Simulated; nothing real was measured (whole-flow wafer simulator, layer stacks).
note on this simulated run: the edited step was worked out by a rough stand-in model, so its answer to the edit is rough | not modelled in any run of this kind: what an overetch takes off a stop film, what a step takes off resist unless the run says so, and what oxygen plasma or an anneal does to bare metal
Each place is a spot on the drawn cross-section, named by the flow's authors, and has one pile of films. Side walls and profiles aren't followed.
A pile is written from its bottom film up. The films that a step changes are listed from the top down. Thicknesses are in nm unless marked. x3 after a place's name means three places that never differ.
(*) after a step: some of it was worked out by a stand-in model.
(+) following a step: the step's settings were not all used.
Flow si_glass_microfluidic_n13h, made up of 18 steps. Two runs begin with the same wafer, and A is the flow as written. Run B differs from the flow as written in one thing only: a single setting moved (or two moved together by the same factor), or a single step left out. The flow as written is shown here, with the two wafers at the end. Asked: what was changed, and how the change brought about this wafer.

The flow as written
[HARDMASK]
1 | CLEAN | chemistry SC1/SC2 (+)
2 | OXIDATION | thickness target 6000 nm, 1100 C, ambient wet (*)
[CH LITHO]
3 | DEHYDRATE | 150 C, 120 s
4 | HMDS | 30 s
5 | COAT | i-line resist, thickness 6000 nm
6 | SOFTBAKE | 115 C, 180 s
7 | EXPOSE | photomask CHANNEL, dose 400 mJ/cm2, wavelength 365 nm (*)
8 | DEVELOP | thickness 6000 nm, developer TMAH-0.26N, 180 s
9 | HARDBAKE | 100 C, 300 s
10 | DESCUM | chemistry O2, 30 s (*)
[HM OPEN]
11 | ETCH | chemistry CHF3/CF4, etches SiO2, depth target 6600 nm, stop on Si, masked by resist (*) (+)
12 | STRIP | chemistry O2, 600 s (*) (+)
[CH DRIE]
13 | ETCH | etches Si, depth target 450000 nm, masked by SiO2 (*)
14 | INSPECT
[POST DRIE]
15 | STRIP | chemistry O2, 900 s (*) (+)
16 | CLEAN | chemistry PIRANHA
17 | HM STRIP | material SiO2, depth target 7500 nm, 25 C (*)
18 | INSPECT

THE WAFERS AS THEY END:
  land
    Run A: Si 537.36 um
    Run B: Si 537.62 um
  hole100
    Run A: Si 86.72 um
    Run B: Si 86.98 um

The reason: step 2, OXIDATION: thickness target 5400 nm was run, while the flow as written has thickness target 6000 nm.

How this came from the change, step by step:
  2 | OXIDATION | thickness target 6000 nm, 1100 C, ambient wet (*)
      land, hole100: A SiO2 gains 6000 (new film), chemical SiO2 loses 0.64 (all of it), Si loses 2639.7 | B SiO2 gains 5400 (new film), chemical SiO2 loses 0.64 (all of it), Si loses 2375.7
  11 | ETCH | chemistry CHF3/CF4, etches SiO2, depth target 6600 nm, stop on Si, masked by resist (*) (+)
      hole100: A SiO2 loses 6000 (all of it) | B SiO2 loses 5400 (all of it)
  17 | HM STRIP | material SiO2, depth target 7500 nm, 25 C (*)
      land: A SiO2 loses 2995.7 (all of it) | B SiO2 loses 2395.7 (all of it)
